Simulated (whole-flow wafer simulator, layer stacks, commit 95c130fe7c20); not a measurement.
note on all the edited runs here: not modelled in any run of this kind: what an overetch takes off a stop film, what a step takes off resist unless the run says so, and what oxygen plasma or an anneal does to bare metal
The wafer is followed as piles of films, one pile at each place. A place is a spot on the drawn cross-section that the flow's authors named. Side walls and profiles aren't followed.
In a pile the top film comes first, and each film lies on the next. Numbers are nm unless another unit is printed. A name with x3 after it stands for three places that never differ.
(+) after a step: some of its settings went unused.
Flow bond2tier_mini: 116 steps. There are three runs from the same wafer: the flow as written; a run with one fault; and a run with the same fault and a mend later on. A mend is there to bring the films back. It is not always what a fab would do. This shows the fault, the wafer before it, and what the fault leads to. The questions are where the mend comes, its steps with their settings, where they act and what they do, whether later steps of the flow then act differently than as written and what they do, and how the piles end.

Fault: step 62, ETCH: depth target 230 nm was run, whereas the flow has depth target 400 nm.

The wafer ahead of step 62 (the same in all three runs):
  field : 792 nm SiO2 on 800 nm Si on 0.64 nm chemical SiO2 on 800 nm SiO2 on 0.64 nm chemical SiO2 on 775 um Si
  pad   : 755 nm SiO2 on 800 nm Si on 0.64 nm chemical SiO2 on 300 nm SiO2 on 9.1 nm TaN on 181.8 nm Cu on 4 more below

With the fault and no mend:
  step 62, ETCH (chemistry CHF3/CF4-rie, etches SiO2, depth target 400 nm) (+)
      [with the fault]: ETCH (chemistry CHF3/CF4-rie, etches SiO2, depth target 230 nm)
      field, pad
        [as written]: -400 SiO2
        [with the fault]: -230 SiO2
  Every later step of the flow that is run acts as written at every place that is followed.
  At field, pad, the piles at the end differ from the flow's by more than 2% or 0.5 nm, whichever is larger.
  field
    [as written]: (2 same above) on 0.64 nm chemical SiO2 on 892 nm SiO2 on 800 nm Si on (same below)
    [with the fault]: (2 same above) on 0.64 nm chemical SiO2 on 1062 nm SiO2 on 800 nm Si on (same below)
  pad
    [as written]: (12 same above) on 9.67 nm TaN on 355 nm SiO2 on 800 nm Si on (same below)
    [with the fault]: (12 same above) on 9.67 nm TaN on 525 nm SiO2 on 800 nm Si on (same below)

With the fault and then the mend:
  The mend stands after step 62.
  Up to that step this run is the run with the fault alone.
  step 62a, ETCH (chemistry CHF3/CF4-rie, etches SiO2, depth target 170 nm) (+) (the flow's step 62 again, with other settings)
      field, pad
        -170 SiO2
  Every later step of the flow that is run acts as written at every place that is followed.
  By the end, the piles equal the flow's at every place that both follow.
